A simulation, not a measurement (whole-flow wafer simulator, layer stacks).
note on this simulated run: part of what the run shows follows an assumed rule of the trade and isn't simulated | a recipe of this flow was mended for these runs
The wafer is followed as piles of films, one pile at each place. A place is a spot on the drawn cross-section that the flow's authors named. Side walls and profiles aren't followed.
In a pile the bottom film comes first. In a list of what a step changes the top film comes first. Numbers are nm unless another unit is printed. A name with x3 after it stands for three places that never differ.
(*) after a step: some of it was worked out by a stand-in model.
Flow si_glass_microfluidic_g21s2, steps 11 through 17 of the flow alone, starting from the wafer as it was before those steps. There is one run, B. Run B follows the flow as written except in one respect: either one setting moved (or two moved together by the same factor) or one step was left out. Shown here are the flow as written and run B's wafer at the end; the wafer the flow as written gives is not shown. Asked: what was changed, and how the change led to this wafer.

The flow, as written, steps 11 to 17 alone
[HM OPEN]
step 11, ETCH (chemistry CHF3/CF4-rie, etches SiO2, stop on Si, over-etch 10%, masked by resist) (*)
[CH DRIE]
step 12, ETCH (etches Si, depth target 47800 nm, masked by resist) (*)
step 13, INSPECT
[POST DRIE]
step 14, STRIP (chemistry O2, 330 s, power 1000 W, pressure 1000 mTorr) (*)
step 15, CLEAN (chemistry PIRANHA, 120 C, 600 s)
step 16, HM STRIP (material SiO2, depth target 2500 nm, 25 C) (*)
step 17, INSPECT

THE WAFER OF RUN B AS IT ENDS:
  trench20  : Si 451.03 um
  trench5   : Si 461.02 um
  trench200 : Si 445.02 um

What caused this: step 11, ETCH: over-etch 5.5% was run, while the flow as written has over-etch 10%.

How this came from the change, step by step:
  step 11, ETCH (chemistry CHF3/CF4-rie, etches SiO2, stop on Si, over-etch 10%, masked by resist) (*)
      trench20, trench5, trench200: SiO2 loses 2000 (all of it), Si loses 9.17 (it would be, as written: SiO2 loses 2000 (all of it), Si loses 16.7)
      land: thick-i-line-resist loses 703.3 (it would be, as written: thick-i-line-resist loses 733.3)
